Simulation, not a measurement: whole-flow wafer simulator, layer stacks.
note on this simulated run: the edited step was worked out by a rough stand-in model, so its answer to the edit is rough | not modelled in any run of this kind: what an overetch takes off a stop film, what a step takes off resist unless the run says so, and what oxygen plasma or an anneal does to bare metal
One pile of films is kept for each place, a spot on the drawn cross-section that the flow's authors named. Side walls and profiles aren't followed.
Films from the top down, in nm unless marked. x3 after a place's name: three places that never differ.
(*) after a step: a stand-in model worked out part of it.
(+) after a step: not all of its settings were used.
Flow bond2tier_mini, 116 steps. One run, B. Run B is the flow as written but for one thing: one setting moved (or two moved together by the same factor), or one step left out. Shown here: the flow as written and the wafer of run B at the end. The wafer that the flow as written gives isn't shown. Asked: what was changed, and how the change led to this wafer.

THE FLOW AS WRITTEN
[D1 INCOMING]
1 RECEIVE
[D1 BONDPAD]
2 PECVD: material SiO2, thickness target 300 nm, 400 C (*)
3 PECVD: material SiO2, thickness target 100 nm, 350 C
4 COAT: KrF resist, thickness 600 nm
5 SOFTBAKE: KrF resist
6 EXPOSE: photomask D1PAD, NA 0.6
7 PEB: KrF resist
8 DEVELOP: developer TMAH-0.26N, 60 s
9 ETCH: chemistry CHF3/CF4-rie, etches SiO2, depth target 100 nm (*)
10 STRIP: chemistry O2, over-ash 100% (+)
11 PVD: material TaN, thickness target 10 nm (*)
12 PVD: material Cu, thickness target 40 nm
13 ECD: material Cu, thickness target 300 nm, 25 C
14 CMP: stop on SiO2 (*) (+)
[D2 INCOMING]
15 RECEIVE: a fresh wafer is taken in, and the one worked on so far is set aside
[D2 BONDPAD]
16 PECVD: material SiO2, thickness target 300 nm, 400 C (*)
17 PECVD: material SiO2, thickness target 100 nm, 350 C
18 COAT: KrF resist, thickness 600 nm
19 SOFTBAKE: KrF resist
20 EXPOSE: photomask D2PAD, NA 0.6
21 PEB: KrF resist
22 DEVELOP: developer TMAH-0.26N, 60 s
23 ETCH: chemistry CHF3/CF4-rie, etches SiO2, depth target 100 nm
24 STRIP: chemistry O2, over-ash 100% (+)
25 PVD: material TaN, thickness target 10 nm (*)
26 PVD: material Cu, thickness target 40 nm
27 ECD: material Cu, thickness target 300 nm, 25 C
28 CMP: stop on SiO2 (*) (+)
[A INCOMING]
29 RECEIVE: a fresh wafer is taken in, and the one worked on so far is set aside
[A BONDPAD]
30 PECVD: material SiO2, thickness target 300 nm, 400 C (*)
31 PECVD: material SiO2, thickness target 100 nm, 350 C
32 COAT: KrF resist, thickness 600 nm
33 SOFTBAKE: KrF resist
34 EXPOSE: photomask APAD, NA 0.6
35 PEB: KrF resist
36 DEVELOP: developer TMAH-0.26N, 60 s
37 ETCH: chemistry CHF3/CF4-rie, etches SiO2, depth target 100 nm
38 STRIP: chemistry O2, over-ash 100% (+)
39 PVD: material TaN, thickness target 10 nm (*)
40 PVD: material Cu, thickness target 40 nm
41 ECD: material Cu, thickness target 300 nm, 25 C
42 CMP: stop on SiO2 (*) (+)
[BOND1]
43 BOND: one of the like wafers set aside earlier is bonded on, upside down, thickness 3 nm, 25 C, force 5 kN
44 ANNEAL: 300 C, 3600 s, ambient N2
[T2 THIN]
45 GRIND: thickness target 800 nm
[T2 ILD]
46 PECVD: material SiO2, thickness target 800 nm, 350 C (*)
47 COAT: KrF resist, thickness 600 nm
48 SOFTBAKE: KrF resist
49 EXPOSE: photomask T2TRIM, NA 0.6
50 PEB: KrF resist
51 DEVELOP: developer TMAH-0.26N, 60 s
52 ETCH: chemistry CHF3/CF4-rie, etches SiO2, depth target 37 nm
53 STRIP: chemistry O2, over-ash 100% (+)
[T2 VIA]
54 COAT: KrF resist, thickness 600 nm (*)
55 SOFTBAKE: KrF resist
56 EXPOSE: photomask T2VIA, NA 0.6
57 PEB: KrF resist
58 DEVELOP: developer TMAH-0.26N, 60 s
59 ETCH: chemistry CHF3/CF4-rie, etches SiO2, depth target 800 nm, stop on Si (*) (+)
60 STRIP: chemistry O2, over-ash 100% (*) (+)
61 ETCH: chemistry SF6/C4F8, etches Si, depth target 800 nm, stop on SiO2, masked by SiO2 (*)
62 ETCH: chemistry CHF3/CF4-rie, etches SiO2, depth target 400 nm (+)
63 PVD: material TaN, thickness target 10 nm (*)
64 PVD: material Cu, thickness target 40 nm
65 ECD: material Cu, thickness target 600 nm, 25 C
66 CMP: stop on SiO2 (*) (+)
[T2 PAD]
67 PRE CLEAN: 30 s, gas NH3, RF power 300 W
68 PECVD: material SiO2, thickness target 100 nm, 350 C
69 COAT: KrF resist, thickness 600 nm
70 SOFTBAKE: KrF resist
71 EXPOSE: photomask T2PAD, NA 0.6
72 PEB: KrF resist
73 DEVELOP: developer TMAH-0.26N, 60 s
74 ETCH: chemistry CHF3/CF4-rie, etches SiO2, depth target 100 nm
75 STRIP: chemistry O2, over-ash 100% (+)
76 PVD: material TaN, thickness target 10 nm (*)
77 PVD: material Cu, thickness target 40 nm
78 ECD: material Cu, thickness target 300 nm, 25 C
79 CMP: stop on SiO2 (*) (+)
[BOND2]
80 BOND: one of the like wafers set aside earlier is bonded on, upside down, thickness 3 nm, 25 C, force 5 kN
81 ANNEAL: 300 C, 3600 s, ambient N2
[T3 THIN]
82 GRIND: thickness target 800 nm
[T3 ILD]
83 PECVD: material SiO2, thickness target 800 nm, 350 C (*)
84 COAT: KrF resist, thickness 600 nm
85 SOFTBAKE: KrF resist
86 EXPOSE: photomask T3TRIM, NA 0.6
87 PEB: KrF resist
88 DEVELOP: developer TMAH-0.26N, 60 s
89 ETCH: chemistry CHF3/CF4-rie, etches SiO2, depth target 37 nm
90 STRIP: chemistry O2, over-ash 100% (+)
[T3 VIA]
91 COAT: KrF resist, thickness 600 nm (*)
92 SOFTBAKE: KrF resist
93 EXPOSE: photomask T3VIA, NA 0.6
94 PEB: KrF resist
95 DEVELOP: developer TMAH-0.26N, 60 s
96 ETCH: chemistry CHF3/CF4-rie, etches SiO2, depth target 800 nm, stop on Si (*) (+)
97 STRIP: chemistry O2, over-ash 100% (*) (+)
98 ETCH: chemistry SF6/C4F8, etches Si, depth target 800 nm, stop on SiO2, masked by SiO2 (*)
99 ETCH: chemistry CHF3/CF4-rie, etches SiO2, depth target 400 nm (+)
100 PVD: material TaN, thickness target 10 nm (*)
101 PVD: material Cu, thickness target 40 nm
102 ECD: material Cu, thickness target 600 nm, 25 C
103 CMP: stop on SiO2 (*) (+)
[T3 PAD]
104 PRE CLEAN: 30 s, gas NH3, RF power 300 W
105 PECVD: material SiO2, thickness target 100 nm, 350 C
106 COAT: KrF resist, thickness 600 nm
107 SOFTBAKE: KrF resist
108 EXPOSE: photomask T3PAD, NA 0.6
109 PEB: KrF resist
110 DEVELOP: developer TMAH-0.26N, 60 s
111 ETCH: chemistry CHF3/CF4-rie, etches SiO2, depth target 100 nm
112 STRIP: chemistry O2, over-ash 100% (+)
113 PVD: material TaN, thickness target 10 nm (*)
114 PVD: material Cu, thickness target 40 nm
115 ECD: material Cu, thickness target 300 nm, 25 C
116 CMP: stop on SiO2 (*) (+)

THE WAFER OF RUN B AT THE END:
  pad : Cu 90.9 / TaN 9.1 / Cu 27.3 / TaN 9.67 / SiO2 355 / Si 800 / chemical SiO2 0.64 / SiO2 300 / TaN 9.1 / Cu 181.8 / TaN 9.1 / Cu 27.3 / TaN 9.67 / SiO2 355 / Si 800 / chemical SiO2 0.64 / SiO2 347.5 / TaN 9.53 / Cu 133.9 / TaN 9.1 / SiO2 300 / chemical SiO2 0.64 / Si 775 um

The cause: step 9, ETCH: depth target 52.5 nm was run, where the flow has depth target 100 nm.

How the change led to this, step by step:
  9 ETCH: chemistry CHF3/CF4-rie, etches SiO2, depth target 100 nm (*)
      pad, via: SiO2 -52.5 (as written it would be: SiO2 -100)
      field: KrF resist -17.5 (as written it would be: KrF resist -33.3)
  10 STRIP: chemistry O2, over-ash 100% (+)
      field: KrF resist -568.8 (all of it) (as written it would be: KrF resist -552.9 (all of it))
  12 PVD: material Cu, thickness target 40 nm
      pad: Cu +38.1 (new film) (as written it would be: Cu +36.4 (new film))
  13 ECD: material Cu, thickness target 300 nm, 25 C
      pad: Cu +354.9 (as written it would be: Cu +404.5)
      via: Cu +352.5 (as written it would be: Cu +400.2)
  43 BOND: one of the like wafers set aside earlier is bonded on, upside down, thickness 3 nm, 25 C, force 5 kN
      pad: Si +775 um (new film), chemical SiO2 +0.64 (new film), SiO2 +347.5 (new film), TaN +9.53 (new film), Cu +43 (as written it would be: Si +775 um (new film), chemical SiO2 +0.64 (new film), SiO2 +300 (new film), TaN +9.1 (new film), Cu +90.9)
      via: Si +775 um (new film), chemical SiO2 +0.64 (new film), SiO2 +347.5 (new film), TaN +10 (new film), Cu +42.5 (as written it would be: Si +775 um (new film), chemical SiO2 +0.64 (new film), SiO2 +300 (new film), TaN +9.97 (new film), Cu +90)
